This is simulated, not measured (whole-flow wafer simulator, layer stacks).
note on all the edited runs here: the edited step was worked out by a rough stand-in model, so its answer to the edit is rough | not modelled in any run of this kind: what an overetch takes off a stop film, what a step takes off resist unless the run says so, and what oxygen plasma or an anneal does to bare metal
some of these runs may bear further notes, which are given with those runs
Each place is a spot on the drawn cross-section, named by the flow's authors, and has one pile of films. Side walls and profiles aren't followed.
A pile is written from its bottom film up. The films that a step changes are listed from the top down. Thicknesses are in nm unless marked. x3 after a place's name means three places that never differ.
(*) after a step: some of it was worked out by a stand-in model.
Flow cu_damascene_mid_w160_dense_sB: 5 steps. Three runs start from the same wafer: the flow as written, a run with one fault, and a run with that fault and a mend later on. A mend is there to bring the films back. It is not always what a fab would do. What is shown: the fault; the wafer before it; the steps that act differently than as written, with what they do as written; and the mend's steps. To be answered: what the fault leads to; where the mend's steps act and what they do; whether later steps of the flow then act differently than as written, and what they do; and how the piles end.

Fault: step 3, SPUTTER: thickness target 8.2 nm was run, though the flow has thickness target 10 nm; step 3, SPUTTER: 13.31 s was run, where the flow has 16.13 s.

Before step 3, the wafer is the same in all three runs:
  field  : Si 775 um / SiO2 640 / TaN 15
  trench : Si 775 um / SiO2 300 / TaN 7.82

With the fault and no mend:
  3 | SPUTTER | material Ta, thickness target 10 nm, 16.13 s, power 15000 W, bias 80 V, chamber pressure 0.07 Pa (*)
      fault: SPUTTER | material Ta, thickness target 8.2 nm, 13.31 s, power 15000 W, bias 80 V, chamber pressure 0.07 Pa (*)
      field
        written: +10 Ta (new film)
        fault: +8.2 Ta (new film)
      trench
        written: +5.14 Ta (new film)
        fault: +4.21 Ta (new film)
  Every later step of the flow that is run acts as written, at every place that is followed, to within 2% or 0.5 nm, whichever is larger.
  By the end, the piles at field, trench depart from the flow's by more than 2% or 0.5 nm, whichever is larger.
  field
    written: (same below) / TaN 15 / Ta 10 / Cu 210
    fault: (same below) / TaN 15 / Ta 8.2 / Cu 210
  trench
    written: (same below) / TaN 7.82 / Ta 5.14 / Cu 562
    fault: (same below) / TaN 7.82 / Ta 4.21 / Cu 561.2

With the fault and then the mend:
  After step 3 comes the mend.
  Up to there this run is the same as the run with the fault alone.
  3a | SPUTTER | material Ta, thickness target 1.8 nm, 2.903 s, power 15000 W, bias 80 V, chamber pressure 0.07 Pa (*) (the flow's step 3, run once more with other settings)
      field
        +1.8 Ta
      trench
        +0.91 Ta
  Every later step of the flow that is run acts as written at every place that is followed.
  The piles end only slightly different from the flow's at the places that both follow, by no more than 2% or 0.5 nm, whichever is larger.
